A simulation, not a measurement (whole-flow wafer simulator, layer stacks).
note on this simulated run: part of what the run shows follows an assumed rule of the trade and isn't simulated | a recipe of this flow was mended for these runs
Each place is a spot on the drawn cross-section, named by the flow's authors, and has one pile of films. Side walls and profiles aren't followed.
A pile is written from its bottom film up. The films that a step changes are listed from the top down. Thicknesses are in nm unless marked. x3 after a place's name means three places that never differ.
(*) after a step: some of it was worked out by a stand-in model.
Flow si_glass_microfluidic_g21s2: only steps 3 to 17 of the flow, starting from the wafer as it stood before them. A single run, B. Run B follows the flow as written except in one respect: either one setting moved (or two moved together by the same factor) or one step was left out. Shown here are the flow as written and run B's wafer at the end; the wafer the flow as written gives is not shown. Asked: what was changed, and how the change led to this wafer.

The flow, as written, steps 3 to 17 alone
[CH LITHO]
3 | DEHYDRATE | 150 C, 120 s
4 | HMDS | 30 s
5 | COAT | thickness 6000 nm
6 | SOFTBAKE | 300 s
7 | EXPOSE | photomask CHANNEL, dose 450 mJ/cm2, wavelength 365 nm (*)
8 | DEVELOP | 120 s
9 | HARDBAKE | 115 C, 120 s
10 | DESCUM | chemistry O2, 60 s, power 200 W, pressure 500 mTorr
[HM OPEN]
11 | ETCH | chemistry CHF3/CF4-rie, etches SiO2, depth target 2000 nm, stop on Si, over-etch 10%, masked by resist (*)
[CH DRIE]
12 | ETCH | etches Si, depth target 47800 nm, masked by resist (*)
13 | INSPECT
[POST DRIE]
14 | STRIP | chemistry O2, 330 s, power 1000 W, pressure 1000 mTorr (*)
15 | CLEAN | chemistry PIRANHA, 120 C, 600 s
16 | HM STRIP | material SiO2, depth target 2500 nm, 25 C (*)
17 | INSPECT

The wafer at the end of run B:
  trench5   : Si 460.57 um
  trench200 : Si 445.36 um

What caused this: step 5, COAT: thickness 4200 nm was run, whereas the flow has thickness 6000 nm.

How this came from the change, step by step:
  5 | COAT | thickness 6000 nm
      land, trench20, trench5, trench200: +4200 thick-i-line-resist (new film) (it would be, as written: +6000 thick-i-line-resist (new film))
  8 | DEVELOP | 120 s
      trench20, trench5, trench200: -4200 thick-i-line-resist (all of it) (it would be, as written: -6000 thick-i-line-resist (all of it))
  9 | HARDBAKE | 115 C, 120 s
      land: -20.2 thick-i-line-resist (it would be, as written: -33.5 thick-i-line-resist)
  12 | ETCH | etches Si, depth target 47800 nm, masked by resist (*)
      trench5: -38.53 um Si (it would be, as written: -38.09 um Si)
      trench200: -53.74 um Si (it would be, as written: -54.08 um Si)
  14 | STRIP | chemistry O2, 330 s, power 1000 W, pressure 1000 mTorr (*)
      land: -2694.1 thick-i-line-resist (all of it) (it would be, as written: -4476.3 thick-i-line-resist (all of it))
